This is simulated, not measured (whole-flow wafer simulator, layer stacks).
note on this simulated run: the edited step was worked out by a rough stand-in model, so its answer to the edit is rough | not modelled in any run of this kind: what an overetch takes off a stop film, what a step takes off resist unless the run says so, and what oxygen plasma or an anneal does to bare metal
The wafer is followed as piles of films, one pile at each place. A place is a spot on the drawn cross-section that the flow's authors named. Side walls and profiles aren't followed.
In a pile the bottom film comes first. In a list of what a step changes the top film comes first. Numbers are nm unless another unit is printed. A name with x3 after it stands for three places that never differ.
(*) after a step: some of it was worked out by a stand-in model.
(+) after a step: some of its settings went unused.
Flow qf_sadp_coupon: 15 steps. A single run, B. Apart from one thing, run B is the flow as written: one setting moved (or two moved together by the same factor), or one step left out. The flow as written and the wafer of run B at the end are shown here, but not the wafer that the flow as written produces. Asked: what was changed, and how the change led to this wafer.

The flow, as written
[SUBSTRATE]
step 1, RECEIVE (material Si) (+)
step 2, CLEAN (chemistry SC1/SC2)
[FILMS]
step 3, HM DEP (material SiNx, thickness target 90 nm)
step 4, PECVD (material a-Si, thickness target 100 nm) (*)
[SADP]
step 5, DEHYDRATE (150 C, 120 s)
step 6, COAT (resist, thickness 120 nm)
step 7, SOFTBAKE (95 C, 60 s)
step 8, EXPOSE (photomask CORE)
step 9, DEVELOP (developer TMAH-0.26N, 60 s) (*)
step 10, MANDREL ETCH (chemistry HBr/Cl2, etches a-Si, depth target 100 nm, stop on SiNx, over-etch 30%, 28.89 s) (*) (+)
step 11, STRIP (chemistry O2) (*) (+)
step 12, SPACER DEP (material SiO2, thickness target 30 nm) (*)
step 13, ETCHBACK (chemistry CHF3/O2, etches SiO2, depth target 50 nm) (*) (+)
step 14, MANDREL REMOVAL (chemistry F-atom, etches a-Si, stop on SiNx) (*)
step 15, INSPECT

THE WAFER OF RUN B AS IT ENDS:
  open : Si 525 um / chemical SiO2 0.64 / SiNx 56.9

Cause: step 10, MANDREL ETCH: depth target 152.5 nm was run, whereas the flow has depth target 100 nm.

The path from the change to this, step by step:
  step 10, MANDREL ETCH (chemistry HBr/Cl2, etches a-Si, depth target 100 nm, stop on SiNx, over-etch 30%, 28.89 s) (*) (+)
      m: -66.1 resist (in the flow as written it would be: -43.3 resist)
      open: -100 a-Si (all of it), -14 SiNx (in the flow as written it would be: -100 a-Si (all of it), -4.29 SiNx)
  step 11, STRIP (chemistry O2) (*) (+)
      m: +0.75 chemical SiO2 (new film), -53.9 resist (all of it), -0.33 a-Si (in the flow as written it would be: +0.74 chemical SiO2 (new film), -76.7 resist (all of it), -0.32 a-Si)
